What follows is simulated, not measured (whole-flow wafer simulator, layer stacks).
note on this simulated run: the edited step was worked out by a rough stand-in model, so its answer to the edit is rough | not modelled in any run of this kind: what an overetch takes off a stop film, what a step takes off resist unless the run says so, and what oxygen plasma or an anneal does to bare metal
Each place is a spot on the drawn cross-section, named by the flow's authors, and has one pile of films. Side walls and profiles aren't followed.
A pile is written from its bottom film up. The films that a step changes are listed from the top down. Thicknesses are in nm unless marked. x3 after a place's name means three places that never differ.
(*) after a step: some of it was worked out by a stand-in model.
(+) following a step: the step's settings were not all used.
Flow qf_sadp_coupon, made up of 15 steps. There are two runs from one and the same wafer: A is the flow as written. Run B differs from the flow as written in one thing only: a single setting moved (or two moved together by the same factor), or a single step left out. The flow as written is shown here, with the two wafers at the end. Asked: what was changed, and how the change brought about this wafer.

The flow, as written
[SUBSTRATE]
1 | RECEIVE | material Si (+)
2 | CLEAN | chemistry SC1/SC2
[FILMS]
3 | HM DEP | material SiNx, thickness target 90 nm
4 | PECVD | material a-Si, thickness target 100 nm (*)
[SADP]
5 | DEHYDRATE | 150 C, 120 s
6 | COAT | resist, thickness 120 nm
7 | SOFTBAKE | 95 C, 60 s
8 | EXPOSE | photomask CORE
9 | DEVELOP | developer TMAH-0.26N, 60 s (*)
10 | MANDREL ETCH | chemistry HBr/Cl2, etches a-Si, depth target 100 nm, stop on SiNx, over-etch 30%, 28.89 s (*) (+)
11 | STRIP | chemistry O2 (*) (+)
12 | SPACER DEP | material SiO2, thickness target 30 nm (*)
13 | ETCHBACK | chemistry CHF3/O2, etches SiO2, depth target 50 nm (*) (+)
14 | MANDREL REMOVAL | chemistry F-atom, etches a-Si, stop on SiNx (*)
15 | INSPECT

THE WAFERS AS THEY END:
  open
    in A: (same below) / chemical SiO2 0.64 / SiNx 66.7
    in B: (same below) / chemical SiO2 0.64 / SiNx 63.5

What caused this: step 4, PECVD: thickness target 77.5 nm was run, whereas the flow has thickness target 100 nm.

The path from the change to this, step by step:
  4 | PECVD | material a-Si, thickness target 100 nm (*)
      m, open: A +100 a-Si (new film) | B +77.5 a-Si (new film)
  10 | MANDREL ETCH | chemistry HBr/Cl2, etches a-Si, depth target 100 nm, stop on SiNx, over-etch 30%, 28.89 s (*) (+)
      open: A -100 a-Si (all of it), -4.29 SiNx | B -77.5 a-Si (all of it), -7.5 SiNx
  14 | MANDREL REMOVAL | chemistry F-atom, etches a-Si, stop on SiNx (*)
      m: A -95.8 a-Si (all of it) | B -73.3 a-Si (all of it)
